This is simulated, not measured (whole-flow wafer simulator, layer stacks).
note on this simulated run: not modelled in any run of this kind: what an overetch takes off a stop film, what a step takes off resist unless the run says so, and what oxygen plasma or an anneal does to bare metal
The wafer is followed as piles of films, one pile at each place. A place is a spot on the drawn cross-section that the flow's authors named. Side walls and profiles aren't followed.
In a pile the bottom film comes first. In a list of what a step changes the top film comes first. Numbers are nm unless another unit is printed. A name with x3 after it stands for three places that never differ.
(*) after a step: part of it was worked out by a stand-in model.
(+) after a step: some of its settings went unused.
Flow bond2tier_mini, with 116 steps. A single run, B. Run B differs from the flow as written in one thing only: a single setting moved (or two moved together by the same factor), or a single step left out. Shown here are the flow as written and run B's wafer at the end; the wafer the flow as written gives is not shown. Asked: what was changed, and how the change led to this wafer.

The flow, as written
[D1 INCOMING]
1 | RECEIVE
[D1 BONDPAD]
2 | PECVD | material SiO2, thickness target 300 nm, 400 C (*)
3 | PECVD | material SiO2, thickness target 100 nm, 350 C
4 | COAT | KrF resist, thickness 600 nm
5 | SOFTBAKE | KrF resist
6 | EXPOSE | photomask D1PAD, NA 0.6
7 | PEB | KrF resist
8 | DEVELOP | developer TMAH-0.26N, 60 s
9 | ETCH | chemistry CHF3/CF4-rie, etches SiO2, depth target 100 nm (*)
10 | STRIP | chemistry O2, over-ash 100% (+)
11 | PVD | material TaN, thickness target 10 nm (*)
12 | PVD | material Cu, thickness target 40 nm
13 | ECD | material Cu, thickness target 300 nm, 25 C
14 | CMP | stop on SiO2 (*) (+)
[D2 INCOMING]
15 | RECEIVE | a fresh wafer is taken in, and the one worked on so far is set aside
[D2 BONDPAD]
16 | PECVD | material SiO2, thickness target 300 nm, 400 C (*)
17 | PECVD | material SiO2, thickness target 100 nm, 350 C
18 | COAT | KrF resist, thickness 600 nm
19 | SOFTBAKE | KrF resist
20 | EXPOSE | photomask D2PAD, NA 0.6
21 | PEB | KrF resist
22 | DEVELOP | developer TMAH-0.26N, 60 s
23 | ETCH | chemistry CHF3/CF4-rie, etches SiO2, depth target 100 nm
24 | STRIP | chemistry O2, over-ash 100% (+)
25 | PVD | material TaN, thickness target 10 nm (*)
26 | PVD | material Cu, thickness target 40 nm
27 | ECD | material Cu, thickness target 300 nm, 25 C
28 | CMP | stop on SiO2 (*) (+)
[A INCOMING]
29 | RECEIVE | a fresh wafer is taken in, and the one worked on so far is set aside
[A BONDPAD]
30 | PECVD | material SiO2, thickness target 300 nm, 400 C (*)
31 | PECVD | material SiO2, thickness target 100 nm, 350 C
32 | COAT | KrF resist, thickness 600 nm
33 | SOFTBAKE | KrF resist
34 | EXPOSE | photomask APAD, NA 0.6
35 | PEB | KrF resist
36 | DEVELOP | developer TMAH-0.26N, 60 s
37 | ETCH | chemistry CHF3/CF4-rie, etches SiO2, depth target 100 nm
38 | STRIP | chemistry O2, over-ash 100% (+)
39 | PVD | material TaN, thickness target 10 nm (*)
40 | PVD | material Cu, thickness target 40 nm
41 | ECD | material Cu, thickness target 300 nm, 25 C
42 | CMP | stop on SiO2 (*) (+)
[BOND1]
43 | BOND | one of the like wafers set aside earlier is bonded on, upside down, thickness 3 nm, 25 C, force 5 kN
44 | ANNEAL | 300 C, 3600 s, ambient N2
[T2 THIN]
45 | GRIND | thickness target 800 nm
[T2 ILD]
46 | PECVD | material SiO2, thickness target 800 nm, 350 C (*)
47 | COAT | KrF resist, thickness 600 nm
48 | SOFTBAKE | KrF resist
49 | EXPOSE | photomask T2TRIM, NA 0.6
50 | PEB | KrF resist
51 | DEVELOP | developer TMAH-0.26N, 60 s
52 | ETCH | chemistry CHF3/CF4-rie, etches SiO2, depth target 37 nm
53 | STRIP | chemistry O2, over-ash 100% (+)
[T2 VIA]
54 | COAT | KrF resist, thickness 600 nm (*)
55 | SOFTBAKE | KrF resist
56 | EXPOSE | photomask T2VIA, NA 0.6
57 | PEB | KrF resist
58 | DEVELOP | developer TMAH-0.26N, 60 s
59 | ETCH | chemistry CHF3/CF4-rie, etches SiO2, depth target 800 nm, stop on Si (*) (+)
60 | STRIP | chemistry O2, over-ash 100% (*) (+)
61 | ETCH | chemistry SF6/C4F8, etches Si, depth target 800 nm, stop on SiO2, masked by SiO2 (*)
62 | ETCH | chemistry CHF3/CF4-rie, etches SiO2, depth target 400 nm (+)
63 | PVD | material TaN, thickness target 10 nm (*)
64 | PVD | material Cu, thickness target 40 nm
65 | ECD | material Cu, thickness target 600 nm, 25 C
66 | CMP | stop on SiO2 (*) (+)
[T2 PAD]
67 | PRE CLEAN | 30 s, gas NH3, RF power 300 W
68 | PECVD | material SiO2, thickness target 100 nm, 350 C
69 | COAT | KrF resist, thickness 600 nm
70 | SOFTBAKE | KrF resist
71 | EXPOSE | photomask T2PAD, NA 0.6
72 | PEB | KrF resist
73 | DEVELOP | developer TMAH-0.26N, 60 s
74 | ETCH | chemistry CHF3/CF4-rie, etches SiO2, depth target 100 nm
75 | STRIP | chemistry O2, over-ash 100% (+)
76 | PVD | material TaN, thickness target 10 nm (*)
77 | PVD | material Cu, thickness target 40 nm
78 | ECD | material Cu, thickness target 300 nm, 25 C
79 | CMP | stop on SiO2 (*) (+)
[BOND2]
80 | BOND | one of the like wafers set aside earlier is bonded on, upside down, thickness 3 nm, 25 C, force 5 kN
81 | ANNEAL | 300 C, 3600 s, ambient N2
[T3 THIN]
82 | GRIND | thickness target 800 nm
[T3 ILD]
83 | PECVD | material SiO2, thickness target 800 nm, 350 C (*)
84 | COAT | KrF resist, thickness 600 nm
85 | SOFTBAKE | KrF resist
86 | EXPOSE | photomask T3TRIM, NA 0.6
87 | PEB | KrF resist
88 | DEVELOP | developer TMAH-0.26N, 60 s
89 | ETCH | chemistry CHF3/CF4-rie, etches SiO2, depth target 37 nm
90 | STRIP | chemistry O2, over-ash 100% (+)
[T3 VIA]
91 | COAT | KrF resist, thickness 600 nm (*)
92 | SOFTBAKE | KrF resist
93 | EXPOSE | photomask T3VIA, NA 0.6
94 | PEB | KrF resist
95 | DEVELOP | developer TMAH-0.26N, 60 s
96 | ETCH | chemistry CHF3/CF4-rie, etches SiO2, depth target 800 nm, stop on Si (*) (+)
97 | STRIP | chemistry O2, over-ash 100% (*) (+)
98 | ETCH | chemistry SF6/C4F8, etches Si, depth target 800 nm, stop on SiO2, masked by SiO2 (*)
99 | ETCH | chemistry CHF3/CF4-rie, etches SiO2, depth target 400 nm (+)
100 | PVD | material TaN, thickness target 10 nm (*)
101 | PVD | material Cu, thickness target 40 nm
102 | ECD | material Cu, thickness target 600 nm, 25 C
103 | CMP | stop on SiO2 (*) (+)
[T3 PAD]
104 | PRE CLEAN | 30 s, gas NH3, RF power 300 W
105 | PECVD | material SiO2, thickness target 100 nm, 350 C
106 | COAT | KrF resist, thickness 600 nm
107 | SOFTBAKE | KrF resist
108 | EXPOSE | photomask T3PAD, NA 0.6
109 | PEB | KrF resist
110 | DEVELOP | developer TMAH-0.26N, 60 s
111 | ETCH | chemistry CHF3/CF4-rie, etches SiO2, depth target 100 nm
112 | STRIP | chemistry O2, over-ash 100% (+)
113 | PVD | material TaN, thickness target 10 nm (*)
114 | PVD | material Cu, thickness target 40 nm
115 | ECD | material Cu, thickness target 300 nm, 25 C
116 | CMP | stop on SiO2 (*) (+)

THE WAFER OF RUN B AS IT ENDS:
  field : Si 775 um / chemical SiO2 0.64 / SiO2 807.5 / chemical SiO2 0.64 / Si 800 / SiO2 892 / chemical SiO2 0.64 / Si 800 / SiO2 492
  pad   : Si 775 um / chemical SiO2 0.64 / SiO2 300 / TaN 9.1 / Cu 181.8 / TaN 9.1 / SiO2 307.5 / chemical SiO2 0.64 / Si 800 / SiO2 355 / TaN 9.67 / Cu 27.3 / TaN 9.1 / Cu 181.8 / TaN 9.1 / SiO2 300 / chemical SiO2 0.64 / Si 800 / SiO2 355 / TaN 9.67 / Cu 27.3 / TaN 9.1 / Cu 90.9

The reason: step 3, PECVD: thickness target 107.5 nm was run, though the flow has thickness target 100 nm.

How this came from the change, step by step:
  3 | PECVD | material SiO2, thickness target 100 nm, 350 C
      field, pad, via: +107.5 SiO2 (it would be, as written: +100 SiO2)
  43 | BOND | one of the like wafers set aside earlier is bonded on, upside down, thickness 3 nm, 25 C, force 5 kN
      pad: +775 um Si (new film), +0.64 chemical SiO2 (new film), +307.5 SiO2 (new film), +9.1 TaN (new film), +90.9 Cu (it would be, as written: +775 um Si (new film), +0.64 chemical SiO2 (new film), +300 SiO2 (new film), +9.1 TaN (new film), +90.9 Cu)
      via: +775 um Si (new film), +0.64 chemical SiO2 (new film), +307.5 SiO2 (new film), +9.97 TaN (new film), +90 Cu (it would be, as written: +775 um Si (new film), +0.64 chemical SiO2 (new film), +300 SiO2 (new film), +9.97 TaN (new film), +90 Cu)
